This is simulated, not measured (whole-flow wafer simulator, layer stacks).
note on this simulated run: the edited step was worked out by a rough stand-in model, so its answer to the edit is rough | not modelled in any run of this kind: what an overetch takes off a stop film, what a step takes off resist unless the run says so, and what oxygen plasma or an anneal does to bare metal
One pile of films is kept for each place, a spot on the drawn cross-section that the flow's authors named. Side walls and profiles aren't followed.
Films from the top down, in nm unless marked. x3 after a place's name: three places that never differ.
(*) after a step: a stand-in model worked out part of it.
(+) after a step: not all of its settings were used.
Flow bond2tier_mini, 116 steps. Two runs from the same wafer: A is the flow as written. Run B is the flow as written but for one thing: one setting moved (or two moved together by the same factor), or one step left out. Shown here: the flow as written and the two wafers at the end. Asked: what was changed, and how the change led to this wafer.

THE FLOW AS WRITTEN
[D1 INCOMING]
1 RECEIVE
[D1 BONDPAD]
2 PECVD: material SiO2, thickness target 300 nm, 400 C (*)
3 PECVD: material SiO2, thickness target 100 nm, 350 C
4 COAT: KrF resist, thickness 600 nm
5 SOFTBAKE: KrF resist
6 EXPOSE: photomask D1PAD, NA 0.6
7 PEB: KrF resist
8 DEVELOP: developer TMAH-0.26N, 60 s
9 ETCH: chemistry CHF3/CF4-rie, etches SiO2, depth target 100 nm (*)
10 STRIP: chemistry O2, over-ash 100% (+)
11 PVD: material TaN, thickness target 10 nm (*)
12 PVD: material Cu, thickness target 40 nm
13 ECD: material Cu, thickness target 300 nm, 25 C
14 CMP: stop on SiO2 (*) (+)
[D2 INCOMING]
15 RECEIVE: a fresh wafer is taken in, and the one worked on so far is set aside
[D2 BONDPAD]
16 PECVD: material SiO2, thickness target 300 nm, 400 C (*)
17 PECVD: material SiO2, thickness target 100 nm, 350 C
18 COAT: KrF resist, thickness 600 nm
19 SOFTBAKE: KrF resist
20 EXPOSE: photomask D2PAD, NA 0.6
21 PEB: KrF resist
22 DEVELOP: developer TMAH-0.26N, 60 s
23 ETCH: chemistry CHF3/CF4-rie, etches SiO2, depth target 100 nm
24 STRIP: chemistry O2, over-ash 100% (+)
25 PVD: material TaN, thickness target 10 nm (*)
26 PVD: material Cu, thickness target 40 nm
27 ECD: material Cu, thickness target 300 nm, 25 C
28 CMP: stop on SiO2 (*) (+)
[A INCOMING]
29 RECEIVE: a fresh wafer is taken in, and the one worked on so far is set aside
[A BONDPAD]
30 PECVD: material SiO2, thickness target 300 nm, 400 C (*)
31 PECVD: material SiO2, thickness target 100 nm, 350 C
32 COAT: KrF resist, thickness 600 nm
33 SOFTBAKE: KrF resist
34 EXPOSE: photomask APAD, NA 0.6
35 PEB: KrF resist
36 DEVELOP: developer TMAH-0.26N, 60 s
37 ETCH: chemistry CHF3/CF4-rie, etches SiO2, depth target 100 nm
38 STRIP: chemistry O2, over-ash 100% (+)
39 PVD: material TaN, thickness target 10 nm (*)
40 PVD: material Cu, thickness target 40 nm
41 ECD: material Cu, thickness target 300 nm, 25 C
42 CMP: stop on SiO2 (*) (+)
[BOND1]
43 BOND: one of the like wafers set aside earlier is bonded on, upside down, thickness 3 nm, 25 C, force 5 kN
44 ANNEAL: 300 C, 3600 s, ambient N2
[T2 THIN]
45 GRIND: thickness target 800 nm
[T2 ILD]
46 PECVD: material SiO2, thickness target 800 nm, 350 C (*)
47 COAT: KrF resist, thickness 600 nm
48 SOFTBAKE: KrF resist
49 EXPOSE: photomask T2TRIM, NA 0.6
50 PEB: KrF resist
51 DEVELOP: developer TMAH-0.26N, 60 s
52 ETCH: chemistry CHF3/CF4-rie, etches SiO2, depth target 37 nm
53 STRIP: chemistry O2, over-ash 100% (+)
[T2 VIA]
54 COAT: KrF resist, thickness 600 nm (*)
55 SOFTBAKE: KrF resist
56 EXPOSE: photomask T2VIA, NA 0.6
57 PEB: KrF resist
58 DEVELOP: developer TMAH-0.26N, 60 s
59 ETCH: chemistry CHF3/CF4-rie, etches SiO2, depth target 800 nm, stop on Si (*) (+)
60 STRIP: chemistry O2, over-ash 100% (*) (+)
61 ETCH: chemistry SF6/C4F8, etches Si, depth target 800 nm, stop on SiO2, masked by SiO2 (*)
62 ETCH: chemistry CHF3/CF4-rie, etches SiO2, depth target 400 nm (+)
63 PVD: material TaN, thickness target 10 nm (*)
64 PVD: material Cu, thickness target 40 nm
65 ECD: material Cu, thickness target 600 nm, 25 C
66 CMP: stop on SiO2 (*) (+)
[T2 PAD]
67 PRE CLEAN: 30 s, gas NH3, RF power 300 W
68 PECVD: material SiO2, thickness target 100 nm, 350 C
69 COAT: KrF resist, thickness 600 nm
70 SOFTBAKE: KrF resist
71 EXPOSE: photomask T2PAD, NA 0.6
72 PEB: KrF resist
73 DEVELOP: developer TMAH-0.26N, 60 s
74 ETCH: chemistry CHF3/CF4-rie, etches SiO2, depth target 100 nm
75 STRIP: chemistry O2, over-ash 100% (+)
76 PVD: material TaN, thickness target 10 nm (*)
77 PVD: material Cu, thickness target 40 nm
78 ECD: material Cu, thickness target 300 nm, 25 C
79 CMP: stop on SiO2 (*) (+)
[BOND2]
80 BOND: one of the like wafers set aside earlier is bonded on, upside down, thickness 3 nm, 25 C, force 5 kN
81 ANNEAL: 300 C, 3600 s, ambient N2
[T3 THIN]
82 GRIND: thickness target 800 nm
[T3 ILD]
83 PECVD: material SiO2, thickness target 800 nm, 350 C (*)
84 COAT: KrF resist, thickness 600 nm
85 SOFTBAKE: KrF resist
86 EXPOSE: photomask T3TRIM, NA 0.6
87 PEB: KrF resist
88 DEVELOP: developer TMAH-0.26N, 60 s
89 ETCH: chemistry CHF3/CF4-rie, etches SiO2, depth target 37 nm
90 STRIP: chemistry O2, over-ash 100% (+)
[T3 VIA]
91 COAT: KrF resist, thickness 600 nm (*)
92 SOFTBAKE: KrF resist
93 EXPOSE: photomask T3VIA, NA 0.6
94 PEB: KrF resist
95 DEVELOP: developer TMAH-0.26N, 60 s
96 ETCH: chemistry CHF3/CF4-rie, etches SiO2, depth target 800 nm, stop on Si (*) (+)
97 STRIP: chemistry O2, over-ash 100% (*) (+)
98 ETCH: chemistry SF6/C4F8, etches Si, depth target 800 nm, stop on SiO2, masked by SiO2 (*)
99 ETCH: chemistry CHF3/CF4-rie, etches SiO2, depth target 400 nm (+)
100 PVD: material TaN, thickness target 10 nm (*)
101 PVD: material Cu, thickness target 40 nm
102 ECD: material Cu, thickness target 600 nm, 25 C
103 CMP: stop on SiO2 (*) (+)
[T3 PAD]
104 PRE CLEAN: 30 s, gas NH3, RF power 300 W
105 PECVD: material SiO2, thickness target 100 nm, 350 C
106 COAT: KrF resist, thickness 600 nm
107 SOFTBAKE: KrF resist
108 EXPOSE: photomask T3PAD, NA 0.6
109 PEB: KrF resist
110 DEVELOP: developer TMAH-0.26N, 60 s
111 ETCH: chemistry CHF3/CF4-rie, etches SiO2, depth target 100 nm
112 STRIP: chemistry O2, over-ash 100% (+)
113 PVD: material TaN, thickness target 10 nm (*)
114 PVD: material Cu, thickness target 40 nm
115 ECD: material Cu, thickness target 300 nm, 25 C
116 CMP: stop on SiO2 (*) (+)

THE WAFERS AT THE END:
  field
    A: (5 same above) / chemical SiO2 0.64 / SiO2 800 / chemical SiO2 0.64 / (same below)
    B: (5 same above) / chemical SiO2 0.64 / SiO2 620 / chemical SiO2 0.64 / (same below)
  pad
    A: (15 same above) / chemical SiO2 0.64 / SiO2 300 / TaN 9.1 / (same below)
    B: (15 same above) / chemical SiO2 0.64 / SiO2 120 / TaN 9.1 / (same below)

The cause: step 2, PECVD: thickness target 120 nm was run, where the flow has thickness target 300 nm.
It can be read off the wafer: pad has SiO2 120, and step 2 as written asks for 300 nm.

How the change led to this, step by step:
  2 PECVD: material SiO2, thickness target 300 nm, 400 C (*)
      field, pad, via: A SiO2 +300 (new film) | B SiO2 +120 (new film)
  43 BOND: one of the like wafers set aside earlier is bonded on, upside down, thickness 3 nm, 25 C, force 5 kN
      field: A Si +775 um (new film), chemical SiO2 +0.64 (new film), SiO2 +400 | B Si +775 um (new film), chemical SiO2 +0.64 (new film), SiO2 +220
      pad: A Si +775 um (new film), chemical SiO2 +0.64 (new film), SiO2 +300 (new film), TaN +9.1 (new film), Cu +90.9 | B Si +775 um (new film), chemical SiO2 +0.64 (new film), SiO2 +120 (new film), TaN +9.1 (new film), Cu +90.9
      (and at 1 more place)
